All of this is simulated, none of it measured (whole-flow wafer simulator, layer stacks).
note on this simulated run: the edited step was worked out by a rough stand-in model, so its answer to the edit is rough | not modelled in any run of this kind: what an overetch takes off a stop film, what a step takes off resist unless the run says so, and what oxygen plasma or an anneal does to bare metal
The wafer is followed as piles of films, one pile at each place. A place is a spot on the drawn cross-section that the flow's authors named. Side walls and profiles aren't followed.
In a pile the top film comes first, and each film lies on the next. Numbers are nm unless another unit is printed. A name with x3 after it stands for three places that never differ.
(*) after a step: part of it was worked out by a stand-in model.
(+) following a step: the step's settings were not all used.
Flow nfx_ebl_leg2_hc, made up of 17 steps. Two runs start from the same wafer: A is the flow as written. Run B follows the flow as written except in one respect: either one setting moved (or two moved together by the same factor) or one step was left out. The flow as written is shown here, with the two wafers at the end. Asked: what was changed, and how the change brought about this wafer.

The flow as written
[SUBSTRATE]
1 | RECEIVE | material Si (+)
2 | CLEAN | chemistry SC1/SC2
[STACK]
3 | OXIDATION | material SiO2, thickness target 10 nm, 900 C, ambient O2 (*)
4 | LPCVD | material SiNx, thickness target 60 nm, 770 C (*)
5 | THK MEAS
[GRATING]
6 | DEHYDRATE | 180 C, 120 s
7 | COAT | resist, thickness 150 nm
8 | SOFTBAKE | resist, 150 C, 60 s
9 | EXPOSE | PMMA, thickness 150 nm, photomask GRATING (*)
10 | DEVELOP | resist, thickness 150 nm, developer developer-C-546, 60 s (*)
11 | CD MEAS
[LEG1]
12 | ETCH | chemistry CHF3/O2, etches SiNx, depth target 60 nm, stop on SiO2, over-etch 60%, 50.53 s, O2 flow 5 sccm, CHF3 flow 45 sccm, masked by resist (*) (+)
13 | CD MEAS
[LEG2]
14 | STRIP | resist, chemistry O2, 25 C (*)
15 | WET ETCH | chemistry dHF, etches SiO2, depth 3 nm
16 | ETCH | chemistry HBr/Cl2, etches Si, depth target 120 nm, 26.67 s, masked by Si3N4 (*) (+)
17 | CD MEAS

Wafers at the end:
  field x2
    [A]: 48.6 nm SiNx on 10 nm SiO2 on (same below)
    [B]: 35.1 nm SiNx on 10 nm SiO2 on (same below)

The reason: step 4, LPCVD: thickness target 46.5 nm was run, though the flow has thickness target 60 nm.

How this came from the change, step by step:
  4 | LPCVD | material SiNx, thickness target 60 nm, 770 C (*)
      field x2, pad x2: A SiNx gains 60 (new film) | B SiNx gains 46.5 (new film)
  12 | ETCH | chemistry CHF3/O2, etches SiNx, depth target 60 nm, stop on SiO2, over-etch 60%, 50.53 s, O2 flow 5 sccm, CHF3 flow 45 sccm, masked by resist (*) (+)
      pad x2: A SiNx loses 60 (all of it), SiO2 loses 10 (all of it) | B SiNx loses 46.5 (all of it), SiO2 loses 10 (all of it)
